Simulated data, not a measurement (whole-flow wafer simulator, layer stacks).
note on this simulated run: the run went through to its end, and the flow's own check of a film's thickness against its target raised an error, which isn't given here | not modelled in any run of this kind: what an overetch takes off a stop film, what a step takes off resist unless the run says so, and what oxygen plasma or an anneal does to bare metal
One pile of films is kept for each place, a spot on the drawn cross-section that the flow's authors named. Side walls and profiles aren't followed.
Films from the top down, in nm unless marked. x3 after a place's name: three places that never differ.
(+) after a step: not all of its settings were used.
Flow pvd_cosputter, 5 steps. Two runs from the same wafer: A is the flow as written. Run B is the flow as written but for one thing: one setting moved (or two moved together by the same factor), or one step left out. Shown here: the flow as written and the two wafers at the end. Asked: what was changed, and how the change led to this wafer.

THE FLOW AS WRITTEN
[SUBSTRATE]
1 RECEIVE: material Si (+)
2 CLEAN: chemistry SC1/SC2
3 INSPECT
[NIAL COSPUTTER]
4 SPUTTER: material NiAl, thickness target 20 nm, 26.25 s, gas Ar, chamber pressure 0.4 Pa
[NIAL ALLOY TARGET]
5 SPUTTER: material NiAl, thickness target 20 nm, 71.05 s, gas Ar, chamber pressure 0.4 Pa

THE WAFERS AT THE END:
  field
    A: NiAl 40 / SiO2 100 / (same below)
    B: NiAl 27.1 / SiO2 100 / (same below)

The cause: step 5, SPUTTER: thickness target 7.12 nm was run, where the flow has thickness target 20 nm; step 5, SPUTTER: 25.29 s was run, where the flow has 71.05 s.

How the change led to this, step by step:
  5 SPUTTER: material NiAl, thickness target 20 nm, 71.05 s, gas Ar, chamber pressure 0.4 Pa
      field: A NiAl +20 | B NiAl +7.12
